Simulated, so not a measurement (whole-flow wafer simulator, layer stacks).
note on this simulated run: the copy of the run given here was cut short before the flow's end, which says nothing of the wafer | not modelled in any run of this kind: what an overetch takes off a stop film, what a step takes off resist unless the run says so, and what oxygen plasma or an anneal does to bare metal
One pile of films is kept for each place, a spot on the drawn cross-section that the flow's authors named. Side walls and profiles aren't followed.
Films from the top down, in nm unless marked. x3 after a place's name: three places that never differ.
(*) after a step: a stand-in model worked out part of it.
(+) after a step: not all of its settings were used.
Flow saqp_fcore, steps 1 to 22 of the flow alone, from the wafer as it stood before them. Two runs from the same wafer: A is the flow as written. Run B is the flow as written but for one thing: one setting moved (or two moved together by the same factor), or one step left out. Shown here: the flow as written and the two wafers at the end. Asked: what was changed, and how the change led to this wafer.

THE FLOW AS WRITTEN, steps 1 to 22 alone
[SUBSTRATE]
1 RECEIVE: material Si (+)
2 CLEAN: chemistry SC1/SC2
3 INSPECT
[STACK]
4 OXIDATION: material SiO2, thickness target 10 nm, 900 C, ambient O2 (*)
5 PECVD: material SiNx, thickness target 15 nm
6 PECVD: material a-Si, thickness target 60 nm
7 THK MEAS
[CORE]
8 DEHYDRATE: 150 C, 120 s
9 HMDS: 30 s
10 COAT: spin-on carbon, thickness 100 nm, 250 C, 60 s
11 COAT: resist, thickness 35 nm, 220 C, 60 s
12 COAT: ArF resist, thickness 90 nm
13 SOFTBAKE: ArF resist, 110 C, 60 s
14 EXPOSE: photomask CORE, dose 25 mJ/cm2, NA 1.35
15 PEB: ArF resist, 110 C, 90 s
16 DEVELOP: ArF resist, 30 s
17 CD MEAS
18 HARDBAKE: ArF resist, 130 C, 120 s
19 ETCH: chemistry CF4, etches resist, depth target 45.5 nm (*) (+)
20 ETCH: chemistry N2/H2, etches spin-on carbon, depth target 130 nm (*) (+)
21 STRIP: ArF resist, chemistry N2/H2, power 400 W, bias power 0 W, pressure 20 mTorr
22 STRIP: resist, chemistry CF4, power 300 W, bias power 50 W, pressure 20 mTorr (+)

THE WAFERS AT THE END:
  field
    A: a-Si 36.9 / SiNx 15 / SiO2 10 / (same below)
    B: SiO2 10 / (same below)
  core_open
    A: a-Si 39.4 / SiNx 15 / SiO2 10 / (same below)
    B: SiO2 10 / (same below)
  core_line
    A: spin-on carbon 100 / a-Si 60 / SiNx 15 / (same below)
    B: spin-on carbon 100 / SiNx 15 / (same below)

The cause: step 6, PECVD: material a-Si, thickness target 60 nm, was left out.

How the change led to this, step by step:
  20 ETCH: chemistry N2/H2, etches spin-on carbon, depth target 130 nm (*) (+)
      field, core_open: A spin-on carbon -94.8 (all of it), a-Si -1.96 | B spin-on carbon -94.8 (all of it), SiNx -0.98
  22 STRIP: resist, chemistry CF4, power 300 W, bias power 50 W, pressure 20 mTorr (+)
      field: A a-Si -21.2 | B SiNx -14 (all of it)
      core_open: A a-Si -18.6 | B SiNx -14 (all of it)
